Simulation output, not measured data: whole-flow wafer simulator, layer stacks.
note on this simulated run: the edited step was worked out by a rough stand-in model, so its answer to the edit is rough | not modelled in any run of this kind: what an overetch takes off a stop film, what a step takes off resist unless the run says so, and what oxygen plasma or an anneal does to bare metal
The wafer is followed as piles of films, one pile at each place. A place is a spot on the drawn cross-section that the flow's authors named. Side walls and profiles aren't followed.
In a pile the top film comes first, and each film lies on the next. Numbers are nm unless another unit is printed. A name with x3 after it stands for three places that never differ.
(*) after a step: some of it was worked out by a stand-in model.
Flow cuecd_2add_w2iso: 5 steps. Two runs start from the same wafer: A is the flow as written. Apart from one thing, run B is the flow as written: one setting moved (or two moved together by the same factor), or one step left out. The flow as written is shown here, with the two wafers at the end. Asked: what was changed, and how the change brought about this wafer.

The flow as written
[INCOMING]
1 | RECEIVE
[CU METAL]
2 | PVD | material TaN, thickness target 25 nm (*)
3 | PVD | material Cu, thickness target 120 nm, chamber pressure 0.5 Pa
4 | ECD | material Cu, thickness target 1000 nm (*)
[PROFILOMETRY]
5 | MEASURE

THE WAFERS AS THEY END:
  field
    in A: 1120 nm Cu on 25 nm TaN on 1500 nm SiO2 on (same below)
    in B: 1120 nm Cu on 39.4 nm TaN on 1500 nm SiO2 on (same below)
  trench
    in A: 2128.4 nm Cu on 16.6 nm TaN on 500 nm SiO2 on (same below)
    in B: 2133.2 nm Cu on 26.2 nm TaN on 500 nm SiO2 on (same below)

The reason: step 2, PVD: thickness target 39.4 nm was run, whereas the flow has thickness target 25 nm.
One can read it off the wafer: field has TaN 39.4, and step 2 as written asks for 25 nm.

Step by step, how the change led to this:
  2 | PVD | material TaN, thickness target 25 nm (*)
      field: A TaN gains 25 (new film) | B TaN gains 39.4 (new film)
      trench: A TaN gains 16.6 (new film) | B TaN gains 26.2 (new film)
